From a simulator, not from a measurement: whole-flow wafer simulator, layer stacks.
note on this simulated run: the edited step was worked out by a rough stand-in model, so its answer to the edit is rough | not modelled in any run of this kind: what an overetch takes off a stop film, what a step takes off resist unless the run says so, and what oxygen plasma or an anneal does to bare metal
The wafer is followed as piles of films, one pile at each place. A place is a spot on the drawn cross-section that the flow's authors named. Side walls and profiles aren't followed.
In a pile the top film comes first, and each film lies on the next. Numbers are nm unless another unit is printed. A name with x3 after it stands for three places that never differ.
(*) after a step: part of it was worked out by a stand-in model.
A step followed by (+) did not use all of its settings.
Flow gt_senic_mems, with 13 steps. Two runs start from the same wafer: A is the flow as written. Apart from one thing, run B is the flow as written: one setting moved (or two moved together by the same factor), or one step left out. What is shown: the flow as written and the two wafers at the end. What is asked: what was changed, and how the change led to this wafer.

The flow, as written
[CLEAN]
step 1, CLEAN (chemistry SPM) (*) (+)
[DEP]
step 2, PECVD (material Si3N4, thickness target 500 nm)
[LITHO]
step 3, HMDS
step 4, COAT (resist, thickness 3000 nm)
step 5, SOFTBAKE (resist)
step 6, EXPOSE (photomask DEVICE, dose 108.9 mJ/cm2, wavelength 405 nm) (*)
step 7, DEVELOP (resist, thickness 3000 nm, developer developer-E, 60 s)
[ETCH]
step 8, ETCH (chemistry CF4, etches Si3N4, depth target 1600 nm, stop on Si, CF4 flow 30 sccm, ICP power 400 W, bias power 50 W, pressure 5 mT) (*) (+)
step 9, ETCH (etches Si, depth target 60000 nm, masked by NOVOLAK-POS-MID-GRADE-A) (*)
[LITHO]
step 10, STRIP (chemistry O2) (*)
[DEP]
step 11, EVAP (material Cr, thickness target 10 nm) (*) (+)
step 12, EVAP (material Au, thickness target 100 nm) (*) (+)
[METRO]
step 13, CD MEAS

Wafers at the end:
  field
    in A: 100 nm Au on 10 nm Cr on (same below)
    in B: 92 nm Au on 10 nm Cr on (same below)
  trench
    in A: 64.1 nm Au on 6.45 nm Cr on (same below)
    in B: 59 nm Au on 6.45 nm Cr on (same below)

Cause: step 12, EVAP: thickness target 92 nm was run, while the flow as written has thickness target 100 nm.
One can read it off the wafer: field has Au 92, and step 12 as written asks for 100 nm.

The path from the change to this, step by step:
  step 12, EVAP (material Au, thickness target 100 nm) (*) (+)
      field: A +100 Au (new film) | B +92 Au (new film)
      trench: A +64.1 Au (new film) | B +59 Au (new film)
